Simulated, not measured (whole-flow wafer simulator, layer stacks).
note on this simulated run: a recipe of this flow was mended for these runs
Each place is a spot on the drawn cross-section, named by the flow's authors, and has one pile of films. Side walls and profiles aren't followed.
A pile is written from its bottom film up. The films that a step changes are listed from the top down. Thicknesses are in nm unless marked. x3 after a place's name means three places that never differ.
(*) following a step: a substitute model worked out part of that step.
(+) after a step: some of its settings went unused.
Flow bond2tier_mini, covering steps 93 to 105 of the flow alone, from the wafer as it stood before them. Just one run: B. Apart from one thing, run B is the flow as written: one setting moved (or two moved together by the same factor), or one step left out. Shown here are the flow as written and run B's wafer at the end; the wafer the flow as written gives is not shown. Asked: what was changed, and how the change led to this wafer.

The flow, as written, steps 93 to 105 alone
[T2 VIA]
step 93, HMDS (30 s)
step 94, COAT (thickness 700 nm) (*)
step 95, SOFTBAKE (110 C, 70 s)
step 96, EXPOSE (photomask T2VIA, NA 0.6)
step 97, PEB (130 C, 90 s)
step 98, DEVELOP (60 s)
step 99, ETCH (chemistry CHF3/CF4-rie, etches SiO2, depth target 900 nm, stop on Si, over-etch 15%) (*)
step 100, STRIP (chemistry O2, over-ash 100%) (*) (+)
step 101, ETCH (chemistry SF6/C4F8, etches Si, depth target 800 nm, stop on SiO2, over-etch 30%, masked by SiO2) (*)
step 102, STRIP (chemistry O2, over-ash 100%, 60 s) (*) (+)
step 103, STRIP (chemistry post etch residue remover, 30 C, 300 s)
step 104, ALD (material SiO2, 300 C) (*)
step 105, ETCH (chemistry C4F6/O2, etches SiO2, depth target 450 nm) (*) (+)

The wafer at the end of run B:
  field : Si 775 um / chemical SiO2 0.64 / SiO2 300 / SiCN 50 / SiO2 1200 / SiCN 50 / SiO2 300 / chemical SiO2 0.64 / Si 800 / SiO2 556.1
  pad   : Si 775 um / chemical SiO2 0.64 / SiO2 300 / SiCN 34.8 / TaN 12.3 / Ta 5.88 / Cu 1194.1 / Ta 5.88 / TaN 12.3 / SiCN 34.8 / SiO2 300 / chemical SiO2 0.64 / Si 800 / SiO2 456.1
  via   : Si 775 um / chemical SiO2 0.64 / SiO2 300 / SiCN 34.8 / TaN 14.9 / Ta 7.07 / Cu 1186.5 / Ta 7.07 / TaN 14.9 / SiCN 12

Cause: step 105, ETCH: depth target 483.6 nm was run, while the flow as written has depth target 450 nm.

Step by step, how the change led to this:
  step 105, ETCH (chemistry C4F6/O2, etches SiO2, depth target 450 nm) (*) (+)
      field, pad: SiO2 loses 483.6 (it would be, as written: SiO2 loses 450)
      via: SiO2 loses 348.1 (all of it), SiCN loses 22.8 (it would be, as written: SiO2 loses 348.1 (all of it), SiCN loses 17.2)
